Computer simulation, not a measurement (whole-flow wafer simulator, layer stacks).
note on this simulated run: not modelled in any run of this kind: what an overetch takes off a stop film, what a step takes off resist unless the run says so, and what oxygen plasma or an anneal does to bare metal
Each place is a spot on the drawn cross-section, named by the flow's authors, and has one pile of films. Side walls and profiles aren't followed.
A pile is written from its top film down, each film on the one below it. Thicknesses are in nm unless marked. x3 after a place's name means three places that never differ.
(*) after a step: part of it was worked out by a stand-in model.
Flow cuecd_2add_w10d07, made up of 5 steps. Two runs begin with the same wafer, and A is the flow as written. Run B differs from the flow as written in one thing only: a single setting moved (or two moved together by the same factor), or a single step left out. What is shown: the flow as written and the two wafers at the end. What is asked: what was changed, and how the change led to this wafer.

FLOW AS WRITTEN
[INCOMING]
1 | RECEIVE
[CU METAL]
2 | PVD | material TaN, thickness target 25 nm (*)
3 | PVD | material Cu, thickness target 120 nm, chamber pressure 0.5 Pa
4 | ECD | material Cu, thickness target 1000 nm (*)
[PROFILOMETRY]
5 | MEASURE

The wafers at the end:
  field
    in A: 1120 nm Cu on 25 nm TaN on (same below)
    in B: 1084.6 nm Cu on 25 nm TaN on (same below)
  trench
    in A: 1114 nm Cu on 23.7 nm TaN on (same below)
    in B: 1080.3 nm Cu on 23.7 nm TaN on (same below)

Cause: step 3, PVD: thickness target 84.6 nm was run, while the flow as written has thickness target 120 nm.

The path from the change to this, step by step:
  3 | PVD | material Cu, thickness target 120 nm, chamber pressure 0.5 Pa
      field: A +120 Cu (new film) | B +84.6 Cu (new film)
      trench: A +114 Cu (new film) | B +80.3 Cu (new film)
